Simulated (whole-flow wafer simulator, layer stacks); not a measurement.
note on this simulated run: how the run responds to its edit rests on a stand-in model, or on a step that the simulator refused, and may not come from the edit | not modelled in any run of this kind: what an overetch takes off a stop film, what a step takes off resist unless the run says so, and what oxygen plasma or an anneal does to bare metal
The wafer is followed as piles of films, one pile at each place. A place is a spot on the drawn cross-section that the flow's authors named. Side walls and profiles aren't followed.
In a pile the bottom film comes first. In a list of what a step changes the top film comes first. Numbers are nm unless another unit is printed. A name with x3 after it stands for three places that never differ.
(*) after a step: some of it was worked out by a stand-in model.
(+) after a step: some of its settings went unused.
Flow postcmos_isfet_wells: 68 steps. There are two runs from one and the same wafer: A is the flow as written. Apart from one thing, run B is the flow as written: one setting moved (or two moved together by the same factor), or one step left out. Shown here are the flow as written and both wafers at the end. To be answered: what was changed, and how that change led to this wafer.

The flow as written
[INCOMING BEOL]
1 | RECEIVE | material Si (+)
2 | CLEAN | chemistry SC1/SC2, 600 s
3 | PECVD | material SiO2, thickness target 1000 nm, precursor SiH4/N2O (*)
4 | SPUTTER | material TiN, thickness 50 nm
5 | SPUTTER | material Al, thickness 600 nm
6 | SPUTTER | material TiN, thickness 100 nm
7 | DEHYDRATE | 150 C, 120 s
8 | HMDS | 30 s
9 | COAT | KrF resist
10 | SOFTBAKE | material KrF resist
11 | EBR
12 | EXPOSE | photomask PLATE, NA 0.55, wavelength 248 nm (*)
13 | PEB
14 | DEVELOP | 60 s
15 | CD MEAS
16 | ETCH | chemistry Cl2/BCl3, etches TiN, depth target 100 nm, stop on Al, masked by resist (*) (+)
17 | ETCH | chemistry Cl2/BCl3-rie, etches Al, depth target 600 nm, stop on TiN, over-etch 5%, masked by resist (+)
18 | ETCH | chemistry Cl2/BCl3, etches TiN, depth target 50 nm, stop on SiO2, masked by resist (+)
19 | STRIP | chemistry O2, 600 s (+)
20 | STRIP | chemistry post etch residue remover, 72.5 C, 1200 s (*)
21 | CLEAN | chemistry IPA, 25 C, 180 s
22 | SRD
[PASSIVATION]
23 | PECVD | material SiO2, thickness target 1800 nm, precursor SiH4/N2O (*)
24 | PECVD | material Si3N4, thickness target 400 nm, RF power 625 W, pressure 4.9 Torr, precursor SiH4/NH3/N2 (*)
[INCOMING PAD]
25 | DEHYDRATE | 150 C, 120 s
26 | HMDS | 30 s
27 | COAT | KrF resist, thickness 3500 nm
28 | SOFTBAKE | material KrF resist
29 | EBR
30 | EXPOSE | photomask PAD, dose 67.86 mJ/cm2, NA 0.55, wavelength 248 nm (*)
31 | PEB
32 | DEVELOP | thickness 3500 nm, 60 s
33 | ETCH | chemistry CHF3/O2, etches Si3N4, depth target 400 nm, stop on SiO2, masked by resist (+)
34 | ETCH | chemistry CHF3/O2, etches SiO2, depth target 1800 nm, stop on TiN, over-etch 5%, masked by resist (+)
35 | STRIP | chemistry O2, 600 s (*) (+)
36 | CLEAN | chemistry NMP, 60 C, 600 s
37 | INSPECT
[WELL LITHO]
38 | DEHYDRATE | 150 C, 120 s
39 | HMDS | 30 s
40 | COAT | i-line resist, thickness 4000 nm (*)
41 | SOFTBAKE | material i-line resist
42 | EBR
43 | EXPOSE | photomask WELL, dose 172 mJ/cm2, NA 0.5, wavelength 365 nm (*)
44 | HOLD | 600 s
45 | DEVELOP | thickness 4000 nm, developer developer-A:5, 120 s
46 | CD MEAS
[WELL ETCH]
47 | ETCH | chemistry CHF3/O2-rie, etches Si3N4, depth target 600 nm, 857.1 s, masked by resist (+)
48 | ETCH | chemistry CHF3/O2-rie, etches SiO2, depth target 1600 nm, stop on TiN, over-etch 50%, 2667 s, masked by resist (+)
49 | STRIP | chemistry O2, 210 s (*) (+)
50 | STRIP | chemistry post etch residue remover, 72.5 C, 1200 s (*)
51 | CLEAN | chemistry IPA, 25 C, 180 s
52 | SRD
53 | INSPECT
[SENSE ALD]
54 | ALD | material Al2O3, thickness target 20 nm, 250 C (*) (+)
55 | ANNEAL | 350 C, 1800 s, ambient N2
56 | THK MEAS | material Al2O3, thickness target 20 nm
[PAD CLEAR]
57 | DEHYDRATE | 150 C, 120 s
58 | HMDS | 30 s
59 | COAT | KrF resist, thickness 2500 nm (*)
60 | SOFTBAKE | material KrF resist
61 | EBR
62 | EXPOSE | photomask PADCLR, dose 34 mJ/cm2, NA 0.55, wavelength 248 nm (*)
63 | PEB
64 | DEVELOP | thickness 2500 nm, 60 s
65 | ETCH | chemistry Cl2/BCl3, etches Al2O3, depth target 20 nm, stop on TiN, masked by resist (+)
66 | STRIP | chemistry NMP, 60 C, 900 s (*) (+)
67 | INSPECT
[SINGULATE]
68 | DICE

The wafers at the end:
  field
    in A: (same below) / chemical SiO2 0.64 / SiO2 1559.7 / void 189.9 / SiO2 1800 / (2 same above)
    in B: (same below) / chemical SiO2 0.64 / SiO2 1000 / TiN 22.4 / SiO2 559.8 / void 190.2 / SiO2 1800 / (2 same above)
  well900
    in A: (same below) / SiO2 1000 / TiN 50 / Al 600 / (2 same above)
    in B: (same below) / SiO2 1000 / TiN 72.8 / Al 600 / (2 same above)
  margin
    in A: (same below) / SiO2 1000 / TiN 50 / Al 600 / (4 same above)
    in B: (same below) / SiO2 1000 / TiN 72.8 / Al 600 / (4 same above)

The reason: step 4, SPUTTER: thickness 72.8 nm was run, whereas the flow has thickness 50 nm.
The wafer lets one read it off: well900 has TiN 72.8, and step 4 as written asks for 50 nm.

Step by step, how the change led to this:
  4 | SPUTTER | material TiN, thickness 50 nm
      field, margin, well900, well1300 x3, pad_rim, pad_clr, pad_open: A +50 TiN (new film) | B +72.8 TiN (new film)
  18 | ETCH | chemistry Cl2/BCl3, etches TiN, depth target 50 nm, stop on SiO2, masked by resist (+)
      field: A -50 TiN (all of it) | B -50 TiN
  23 | PECVD | material SiO2, thickness target 1800 nm, precursor SiH4/N2O (*)
      field: A +1800 SiO2 (new film), +189.9 void (new film), +559.7 SiO2 | B +1800 SiO2 (new film), +190.2 void (new film), +559.8 SiO2 (new film)
Taking metal films that touch as one body, field has 1 body; the flow as written gives 0 bodies.
